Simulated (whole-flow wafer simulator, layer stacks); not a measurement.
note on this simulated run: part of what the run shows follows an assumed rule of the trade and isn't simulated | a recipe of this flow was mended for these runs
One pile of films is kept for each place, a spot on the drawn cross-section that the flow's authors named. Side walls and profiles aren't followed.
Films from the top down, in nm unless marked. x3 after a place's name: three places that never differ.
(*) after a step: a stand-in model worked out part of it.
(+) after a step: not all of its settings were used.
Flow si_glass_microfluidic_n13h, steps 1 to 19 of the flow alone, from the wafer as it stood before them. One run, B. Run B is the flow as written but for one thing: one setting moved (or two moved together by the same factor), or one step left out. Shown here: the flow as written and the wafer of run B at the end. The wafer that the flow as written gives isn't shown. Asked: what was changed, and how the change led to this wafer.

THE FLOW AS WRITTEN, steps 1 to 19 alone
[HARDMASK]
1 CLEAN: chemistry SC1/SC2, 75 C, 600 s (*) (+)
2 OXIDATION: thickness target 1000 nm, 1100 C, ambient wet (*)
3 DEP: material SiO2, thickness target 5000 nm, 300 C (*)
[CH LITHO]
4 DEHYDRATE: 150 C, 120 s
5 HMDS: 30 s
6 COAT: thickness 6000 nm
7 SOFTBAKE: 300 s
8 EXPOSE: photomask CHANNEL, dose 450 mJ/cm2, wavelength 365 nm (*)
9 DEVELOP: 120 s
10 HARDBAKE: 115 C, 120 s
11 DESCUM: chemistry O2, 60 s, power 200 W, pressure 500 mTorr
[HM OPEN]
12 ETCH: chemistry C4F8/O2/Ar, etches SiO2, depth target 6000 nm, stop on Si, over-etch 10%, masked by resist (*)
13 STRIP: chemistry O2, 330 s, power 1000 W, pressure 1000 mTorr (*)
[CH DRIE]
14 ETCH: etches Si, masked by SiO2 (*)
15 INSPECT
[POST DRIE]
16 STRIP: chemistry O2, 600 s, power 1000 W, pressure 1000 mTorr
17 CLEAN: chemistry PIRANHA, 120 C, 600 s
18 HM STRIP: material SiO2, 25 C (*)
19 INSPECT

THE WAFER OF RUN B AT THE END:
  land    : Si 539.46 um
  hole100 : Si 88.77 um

The cause: step 2, OXIDATION: thickness target 1226 nm was run, where the flow has thickness target 1000 nm.

How the change led to this, step by step:
  2 OXIDATION: thickness target 1000 nm, 1100 C, ambient wet (*)
      land, hole100: SiO2 +1226 (new film), chemical SiO2 -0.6 (all of it), Si -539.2 (as written it would be: SiO2 +1000 (new film), chemical SiO2 -0.6 (all of it), Si -439.7)
  12 ETCH: chemistry C4F8/O2/Ar, etches SiO2, depth target 6000 nm, stop on Si, over-etch 10%, masked by resist (*)
      hole100: SiO2 -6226 (all of it), Si -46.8 (as written it would be: SiO2 -6000 (all of it), Si -75)
  18 HM STRIP: material SiO2, 25 C (*)
      land: SiO2 -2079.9 (all of it) (as written it would be: SiO2 -1854.4 (all of it))
